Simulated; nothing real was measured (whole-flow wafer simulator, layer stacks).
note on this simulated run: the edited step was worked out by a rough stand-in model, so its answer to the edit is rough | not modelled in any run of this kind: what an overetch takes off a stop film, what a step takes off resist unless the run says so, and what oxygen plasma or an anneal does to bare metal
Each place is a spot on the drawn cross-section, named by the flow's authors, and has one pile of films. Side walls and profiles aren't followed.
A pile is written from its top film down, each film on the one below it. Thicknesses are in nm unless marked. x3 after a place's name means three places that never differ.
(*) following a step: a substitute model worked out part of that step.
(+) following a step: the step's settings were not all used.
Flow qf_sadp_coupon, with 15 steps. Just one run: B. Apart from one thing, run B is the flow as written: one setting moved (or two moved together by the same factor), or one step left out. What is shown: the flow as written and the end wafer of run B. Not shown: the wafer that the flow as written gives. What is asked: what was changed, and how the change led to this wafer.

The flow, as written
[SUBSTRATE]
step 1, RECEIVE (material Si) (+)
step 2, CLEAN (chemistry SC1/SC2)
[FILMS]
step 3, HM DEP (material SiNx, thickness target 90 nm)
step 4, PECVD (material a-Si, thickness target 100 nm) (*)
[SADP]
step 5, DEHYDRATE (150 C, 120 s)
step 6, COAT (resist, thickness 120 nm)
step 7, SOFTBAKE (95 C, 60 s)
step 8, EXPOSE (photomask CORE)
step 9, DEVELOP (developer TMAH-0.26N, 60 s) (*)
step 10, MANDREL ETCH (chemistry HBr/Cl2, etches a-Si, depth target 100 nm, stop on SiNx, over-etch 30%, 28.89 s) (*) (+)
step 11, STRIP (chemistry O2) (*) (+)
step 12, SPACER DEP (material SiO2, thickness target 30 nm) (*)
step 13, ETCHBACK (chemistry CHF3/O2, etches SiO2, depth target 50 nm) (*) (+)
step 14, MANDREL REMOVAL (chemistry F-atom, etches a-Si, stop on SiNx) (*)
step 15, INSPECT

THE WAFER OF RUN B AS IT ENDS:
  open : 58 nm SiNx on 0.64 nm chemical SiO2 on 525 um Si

The reason: step 4, PECVD: thickness target 39 nm was run, while the flow as written has thickness target 100 nm.

The path from the change to this, step by step:
  step 4, PECVD (material a-Si, thickness target 100 nm) (*)
      m, open: +39 a-Si (new film) (it would be, as written: +100 a-Si (new film))
  step 10, MANDREL ETCH (chemistry HBr/Cl2, etches a-Si, depth target 100 nm, stop on SiNx, over-etch 30%, 28.89 s) (*) (+)
      open: -39 a-Si (all of it), -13 SiNx (it would be, as written: -100 a-Si (all of it), -4.29 SiNx)
  step 14, MANDREL REMOVAL (chemistry F-atom, etches a-Si, stop on SiNx) (*)
      m: -34.8 a-Si (all of it) (it would be, as written: -95.8 a-Si (all of it))
